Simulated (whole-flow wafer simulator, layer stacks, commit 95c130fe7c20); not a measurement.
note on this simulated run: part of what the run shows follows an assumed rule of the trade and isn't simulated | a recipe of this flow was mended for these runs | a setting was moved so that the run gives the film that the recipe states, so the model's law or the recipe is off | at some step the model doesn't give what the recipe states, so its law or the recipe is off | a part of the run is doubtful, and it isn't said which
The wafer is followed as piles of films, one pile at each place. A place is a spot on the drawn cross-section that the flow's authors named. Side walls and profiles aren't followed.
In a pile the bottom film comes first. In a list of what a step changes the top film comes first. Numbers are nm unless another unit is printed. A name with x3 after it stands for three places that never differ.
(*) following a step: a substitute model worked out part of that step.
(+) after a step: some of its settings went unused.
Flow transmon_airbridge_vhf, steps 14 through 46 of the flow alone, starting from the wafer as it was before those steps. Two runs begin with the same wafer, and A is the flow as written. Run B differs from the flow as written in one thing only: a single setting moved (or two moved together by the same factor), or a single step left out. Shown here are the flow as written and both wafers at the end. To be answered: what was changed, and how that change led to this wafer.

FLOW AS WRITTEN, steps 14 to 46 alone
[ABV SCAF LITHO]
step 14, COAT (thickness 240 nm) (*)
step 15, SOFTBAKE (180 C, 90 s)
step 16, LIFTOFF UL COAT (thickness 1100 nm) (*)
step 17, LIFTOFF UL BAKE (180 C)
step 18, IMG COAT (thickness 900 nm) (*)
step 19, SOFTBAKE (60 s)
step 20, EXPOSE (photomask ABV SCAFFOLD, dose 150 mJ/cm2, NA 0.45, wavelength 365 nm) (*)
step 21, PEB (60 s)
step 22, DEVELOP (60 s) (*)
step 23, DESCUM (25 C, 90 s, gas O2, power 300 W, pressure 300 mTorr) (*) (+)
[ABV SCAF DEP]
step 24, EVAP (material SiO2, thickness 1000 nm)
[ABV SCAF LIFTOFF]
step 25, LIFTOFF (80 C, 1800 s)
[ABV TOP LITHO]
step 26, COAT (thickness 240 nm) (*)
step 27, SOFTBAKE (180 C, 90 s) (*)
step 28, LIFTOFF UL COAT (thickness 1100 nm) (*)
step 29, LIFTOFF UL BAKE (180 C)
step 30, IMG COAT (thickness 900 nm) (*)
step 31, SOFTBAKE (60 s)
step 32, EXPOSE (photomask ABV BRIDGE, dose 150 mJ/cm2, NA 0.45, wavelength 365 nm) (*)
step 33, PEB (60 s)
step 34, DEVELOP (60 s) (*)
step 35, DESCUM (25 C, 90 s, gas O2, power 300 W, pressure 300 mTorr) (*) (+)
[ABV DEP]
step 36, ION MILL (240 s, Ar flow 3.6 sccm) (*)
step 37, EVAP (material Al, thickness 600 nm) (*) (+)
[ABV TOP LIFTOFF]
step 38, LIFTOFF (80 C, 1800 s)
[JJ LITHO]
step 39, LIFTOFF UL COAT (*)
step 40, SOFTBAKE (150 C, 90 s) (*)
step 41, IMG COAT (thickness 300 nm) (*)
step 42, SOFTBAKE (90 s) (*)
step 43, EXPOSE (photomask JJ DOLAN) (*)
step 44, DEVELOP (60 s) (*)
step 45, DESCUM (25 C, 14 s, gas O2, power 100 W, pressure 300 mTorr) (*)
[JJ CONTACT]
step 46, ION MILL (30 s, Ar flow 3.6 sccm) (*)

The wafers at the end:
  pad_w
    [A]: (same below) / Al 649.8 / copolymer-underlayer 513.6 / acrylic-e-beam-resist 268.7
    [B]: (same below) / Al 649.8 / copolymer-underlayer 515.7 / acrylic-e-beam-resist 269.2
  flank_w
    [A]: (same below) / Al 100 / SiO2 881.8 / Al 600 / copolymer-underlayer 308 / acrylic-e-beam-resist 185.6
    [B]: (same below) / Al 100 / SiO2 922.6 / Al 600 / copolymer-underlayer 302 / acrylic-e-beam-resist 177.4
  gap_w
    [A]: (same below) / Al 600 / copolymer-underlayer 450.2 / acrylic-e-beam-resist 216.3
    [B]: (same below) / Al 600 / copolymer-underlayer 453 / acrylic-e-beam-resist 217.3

What caused this: step 18, IMG COAT: thickness 900 nm (*), was not run.

Step by step, how the change led to this:
  step 21, PEB (60 s)
      field x3, jj_line, trace_open_s x2, margin_s, bridge_strip, margin_n: A -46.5 i-line-resist | B nothing
      pad_w, cpw_trace, pad_e: A -46.2 i-line-resist | B nothing
      (as well as at 5 more places)
  step 22, DEVELOP (60 s) (*)
      margin_s, bridge_strip, margin_n: A -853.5 i-line-resist (all of it), -1100 lift-off-underlayer (all of it) | B -1100 lift-off-underlayer (all of it)
      flank_w, flank_e: A -861.4 i-line-resist (all of it), -1084.6 lift-off-underlayer (all of it) | B -1084.6 lift-off-underlayer (all of it)
      (as well as at 3 more places)
  step 23, DESCUM (25 C, 90 s, gas O2, power 300 W, pressure 300 mTorr) (*) (+)
      field x3, jj_line, ground_far, pad_w, pad_e, trace_open_s x2: A -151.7 i-line-resist | B -151.7 lift-off-underlayer
  step 24, EVAP (material SiO2, thickness 1000 nm)
      flank_w, flank_e: A +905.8 SiO2 (new film) | B +946.6 SiO2 (new film)
  step 25, LIFTOFF (80 C, 1800 s)
      field x3, jj_line, trace_open_s x2: A -1000 SiO2 (all of it), -701.8 i-line-resist (all of it), -1100 lift-off-underlayer (all of it), -240 acrylic-e-beam-resist (all of it) | B -1000 SiO2 (all of it), -948.3 lift-off-underlayer (all of it), -240 acrylic-e-beam-resist (all of it)
      pad_w, pad_e: A -1000 SiO2 (all of it), -696.3 i-line-resist (all of it), -1089.9 lift-off-underlayer (all of it), -239.3 acrylic-e-beam-resist (all of it) | B -1000 SiO2 (all of it), -938.2 lift-off-underlayer (all of it), -239.3 acrylic-e-beam-resist (all of it)
      (as well as at 1 more place)
  step 26, COAT (thickness 240 nm) (*)
      flank_w, flank_e: A +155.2 acrylic-e-beam-resist (new film) | B +148.3 acrylic-e-beam-resist (new film)
  step 28, LIFTOFF UL COAT (thickness 1100 nm) (*)
      flank_w: A +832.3 lift-off-underlayer (new film) | B +811.3 lift-off-underlayer (new film)
      flank_e: A +832.5 lift-off-underlayer (new film) | B +811.3 lift-off-underlayer (new film)
  step 34, DEVELOP (60 s) (*)
      flank_w: A -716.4 i-line-resist (all of it), -832.3 lift-off-underlayer (all of it) | B -708.1 i-line-resist (all of it), -811.3 lift-off-underlayer (all of it)
      flank_e: A -716.4 i-line-resist (all of it), -832.5 lift-off-underlayer (all of it) | B -708.1 i-line-resist (all of it), -811.3 lift-off-underlayer (all of it)
  step 35, DESCUM (25 C, 90 s, gas O2, power 300 W, pressure 300 mTorr) (*) (+)
      flank_w, flank_e: A -155.2 acrylic-e-beam-resist (all of it) | B -148.3 acrylic-e-beam-resist (all of it)
  step 41, IMG COAT (thickness 300 nm) (*)
      flank_w, flank_e: A +217.1 acrylic-e-beam-resist (new film) | B +208.9 acrylic-e-beam-resist (new film)
